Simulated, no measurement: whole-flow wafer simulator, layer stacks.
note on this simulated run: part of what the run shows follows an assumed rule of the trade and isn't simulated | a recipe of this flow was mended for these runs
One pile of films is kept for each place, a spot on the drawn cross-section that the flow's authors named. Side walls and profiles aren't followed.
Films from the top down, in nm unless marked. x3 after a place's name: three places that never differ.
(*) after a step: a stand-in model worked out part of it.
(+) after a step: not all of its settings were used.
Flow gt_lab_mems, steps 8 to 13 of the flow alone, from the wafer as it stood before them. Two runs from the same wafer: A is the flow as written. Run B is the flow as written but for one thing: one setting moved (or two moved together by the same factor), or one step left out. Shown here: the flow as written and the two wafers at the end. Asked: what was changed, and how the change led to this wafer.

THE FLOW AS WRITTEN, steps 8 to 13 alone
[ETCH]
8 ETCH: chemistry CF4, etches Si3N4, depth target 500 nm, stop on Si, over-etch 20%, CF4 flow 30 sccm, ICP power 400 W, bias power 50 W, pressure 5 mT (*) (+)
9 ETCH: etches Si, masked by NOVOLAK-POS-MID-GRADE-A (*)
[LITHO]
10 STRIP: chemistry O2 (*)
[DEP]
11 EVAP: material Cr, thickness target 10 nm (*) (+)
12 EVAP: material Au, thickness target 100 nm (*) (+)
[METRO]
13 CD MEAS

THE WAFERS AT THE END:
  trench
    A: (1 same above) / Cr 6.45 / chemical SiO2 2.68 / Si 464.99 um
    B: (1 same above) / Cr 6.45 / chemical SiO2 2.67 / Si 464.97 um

The cause: step 8, ETCH: over-etch 29% was run, where the flow has over-etch 20%.

How the change led to this, step by step:
  8 ETCH: chemistry CF4, etches Si3N4, depth target 500 nm, stop on Si, over-etch 20%, CF4 flow 30 sccm, ICP power 400 W, bias power 50 W, pressure 5 mT (*) (+)
      field: A g/i-line-resist -400 | B g/i-line-resist -430
      trench: A Si3N4 -500 (all of it), chemical SiO2 -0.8 (all of it), Si -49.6 | B Si3N4 -500 (all of it), chemical SiO2 -0.8 (all of it), Si -72.1
  10 STRIP: chemistry O2 (*)
      field: A g/i-line-resist -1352 (all of it) | B g/i-line-resist -1322 (all of it)
